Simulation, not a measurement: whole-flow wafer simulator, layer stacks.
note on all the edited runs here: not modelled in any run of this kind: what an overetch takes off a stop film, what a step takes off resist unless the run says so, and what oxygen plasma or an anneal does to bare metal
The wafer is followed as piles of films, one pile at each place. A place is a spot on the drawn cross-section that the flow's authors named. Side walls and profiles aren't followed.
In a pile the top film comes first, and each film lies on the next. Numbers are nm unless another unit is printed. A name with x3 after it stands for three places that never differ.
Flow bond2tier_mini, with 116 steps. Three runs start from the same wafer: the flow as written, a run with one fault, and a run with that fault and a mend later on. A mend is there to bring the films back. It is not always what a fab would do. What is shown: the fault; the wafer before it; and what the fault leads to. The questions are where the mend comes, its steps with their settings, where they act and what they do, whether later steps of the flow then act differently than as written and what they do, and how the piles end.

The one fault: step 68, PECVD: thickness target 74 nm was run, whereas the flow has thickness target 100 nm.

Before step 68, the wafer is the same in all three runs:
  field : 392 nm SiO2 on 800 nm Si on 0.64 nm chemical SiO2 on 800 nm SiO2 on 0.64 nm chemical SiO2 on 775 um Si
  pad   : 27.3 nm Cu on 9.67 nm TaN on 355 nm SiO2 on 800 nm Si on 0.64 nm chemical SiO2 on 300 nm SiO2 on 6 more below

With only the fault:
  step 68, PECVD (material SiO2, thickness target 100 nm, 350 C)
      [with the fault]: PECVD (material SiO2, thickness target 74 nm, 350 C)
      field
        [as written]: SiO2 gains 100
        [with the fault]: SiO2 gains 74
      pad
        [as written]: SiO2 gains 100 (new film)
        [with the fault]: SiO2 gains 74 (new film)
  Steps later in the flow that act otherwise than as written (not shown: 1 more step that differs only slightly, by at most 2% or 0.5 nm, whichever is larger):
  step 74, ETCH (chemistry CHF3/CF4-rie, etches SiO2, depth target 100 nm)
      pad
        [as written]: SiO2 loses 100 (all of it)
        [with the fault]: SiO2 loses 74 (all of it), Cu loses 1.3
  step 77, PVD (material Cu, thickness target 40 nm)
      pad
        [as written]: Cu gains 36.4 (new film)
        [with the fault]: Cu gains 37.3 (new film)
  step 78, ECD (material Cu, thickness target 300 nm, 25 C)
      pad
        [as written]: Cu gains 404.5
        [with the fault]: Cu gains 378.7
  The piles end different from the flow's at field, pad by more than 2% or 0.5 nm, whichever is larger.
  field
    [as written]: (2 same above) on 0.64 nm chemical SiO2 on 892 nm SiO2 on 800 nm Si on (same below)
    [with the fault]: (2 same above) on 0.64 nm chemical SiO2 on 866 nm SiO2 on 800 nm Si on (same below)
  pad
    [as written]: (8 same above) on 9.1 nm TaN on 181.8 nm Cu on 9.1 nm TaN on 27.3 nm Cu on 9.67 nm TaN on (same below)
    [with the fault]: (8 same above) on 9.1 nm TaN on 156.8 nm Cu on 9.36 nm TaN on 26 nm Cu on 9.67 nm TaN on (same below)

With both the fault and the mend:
  The mend stands after step 68.
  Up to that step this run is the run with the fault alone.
  step 68a, PECVD (material SiO2, thickness target 26 nm, 350 C) (a further turn of the flow's step 68, with different settings)
      field, pad
        SiO2 gains 26
  Every later step of the flow that is run acts as written at every place that is followed.
  The piles end the same as the flow's at every place that both follow.
